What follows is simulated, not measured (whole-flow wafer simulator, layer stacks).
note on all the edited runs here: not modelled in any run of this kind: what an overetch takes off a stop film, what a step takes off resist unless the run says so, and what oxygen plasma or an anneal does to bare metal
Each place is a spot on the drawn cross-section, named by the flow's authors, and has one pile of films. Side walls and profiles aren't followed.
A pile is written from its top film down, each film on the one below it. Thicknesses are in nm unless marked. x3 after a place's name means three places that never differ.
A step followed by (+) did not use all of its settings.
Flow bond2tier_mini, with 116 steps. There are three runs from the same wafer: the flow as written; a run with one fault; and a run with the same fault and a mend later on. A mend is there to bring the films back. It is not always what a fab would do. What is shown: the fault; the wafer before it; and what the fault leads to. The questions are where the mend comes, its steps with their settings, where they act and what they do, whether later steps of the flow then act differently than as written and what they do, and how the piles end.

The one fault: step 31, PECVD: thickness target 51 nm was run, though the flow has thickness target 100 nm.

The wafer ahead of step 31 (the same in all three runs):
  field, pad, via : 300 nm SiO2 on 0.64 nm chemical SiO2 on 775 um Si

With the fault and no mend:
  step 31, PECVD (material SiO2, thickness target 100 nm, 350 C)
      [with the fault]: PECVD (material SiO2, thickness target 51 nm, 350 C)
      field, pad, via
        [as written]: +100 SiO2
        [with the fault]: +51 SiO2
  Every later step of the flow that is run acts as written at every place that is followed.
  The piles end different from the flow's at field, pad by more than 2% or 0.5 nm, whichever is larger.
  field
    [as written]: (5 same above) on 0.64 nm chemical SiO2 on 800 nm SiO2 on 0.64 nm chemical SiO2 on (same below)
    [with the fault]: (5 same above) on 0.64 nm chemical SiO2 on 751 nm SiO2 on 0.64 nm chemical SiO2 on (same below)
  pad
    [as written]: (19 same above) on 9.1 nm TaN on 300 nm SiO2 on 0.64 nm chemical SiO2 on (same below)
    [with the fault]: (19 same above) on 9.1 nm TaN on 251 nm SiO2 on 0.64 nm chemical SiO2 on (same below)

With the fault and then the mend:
  After step 36 comes the mend.
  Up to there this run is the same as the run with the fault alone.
  step 36a, STRIP (chemistry O2, over-ash 100%) (+)
      field
        -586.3 KrF resist (all of it)
  step 36b, PECVD (material SiO2, thickness target 49 nm, 350 C) (a further turn of the flow's step 31, with different settings)
      field, pad, via
        +49 SiO2
  step 36c, COAT (KrF resist, thickness 600 nm) (a further turn of the flow's step 32)
      field, pad, via
        +600 KrF resist (new film)
  step 36d, SOFTBAKE (KrF resist) (a further turn of the flow's step 33)
      alters no film at any place that is followed
  step 36e, EXPOSE (photomask APAD, NA 0.6) (a further turn of the flow's step 34)
      alters no film at any place that is followed
  step 36f, PEB (KrF resist) (a further turn of the flow's step 35)
      alters no film at any place that is followed
  step 36g, DEVELOP (developer TMAH-0.26N, 60 s) (a further turn of the flow's step 36)
      pad, via
        -600 KrF resist (all of it)
      field
        -13.7 KrF resist
  Every later step of the flow that is run acts as written at every place that is followed.
  The piles end the same as the flow's at every place that both follow.
